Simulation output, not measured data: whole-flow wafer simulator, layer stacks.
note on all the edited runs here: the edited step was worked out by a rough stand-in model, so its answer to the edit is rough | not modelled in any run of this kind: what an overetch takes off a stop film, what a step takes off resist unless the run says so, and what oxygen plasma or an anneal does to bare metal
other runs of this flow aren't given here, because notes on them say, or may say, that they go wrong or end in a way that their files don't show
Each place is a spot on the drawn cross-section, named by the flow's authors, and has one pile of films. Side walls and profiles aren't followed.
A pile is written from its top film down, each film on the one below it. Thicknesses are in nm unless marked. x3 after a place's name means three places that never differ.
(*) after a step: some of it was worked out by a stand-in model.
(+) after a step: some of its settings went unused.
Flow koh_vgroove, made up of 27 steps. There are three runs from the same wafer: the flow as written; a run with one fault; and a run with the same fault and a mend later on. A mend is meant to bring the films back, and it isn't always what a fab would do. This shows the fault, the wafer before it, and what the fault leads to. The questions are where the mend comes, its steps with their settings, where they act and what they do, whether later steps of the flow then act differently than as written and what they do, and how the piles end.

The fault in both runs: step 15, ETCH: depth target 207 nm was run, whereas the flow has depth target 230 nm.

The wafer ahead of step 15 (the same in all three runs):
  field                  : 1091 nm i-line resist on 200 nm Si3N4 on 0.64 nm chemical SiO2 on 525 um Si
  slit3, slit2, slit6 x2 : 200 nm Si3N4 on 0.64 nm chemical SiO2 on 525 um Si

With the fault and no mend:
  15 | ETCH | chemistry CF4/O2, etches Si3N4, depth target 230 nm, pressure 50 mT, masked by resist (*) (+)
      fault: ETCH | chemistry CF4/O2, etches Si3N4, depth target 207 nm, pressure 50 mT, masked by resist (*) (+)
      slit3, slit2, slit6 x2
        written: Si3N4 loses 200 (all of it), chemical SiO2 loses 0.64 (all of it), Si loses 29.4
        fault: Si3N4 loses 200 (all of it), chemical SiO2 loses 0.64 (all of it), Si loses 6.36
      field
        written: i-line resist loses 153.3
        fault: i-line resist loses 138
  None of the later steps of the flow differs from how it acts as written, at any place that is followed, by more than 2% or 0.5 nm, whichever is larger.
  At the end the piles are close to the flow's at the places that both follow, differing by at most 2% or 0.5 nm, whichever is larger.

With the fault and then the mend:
  The mend stands after step 15.
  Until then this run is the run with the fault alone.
  15a | ETCH | chemistry CF4/O2, etches Si3N4, depth target 23 nm, pressure 50 mT, masked by resist (*) (+) (the flow's step 15 again, with other settings)
      slit3, slit2, slit6 x2
        Si loses 23
      field
        i-line resist loses 15.3
  None of the later steps of the flow acts differently than as written at any place that is followed.
  At every place that both follow, the piles at the end match the flow's.
